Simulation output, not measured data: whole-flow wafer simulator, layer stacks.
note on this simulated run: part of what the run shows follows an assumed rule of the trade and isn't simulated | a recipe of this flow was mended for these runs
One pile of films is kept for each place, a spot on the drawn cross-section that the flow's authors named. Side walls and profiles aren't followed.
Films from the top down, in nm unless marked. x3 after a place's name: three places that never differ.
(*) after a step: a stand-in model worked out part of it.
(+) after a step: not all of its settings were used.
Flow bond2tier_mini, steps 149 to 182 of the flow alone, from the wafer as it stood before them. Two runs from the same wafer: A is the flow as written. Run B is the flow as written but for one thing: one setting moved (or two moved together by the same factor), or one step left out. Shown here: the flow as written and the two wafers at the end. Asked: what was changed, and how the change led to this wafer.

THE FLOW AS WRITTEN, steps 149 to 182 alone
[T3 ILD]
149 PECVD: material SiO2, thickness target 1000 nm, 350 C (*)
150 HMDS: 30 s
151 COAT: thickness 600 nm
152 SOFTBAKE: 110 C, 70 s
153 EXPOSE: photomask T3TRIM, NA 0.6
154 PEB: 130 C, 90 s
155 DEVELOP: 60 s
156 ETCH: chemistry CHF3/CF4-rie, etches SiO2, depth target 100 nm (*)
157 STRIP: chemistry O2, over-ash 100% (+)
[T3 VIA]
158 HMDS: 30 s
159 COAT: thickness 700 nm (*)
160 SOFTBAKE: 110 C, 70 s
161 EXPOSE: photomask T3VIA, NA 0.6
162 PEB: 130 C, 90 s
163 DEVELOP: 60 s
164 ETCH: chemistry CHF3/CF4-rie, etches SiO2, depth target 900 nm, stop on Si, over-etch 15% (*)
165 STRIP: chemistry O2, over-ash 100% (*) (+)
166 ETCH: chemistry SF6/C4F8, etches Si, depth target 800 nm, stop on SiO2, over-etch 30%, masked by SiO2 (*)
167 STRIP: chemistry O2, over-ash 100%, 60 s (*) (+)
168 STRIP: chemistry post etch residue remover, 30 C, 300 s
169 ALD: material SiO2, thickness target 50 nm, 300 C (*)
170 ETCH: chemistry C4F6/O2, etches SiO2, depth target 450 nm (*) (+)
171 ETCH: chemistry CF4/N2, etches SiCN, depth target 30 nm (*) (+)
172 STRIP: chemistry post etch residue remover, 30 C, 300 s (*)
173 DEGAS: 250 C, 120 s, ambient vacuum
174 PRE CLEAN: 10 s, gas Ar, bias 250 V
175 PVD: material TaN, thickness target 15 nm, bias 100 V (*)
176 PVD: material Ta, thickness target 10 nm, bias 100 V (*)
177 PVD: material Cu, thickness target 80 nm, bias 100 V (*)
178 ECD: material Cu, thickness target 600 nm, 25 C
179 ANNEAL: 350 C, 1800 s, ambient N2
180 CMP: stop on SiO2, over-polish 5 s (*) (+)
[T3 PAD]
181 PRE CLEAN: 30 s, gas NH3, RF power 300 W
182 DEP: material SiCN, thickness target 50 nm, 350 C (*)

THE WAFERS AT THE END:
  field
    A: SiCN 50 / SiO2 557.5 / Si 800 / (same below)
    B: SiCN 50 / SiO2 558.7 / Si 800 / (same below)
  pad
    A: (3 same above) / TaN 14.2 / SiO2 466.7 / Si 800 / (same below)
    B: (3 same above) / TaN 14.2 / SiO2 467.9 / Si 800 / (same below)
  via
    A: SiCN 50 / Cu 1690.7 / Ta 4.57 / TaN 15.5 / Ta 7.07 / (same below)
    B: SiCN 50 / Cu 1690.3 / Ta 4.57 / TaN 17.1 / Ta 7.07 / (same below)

The cause: step 174, PRE CLEAN: 6 s was run, where the flow has 10 s.

How the change led to this, step by step:
  174 PRE CLEAN: 10 s, gas Ar, bias 250 V
      field, pad: A SiO2 -3 | B SiO2 -1.8
      via: A TaN -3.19 | B TaN -1.64
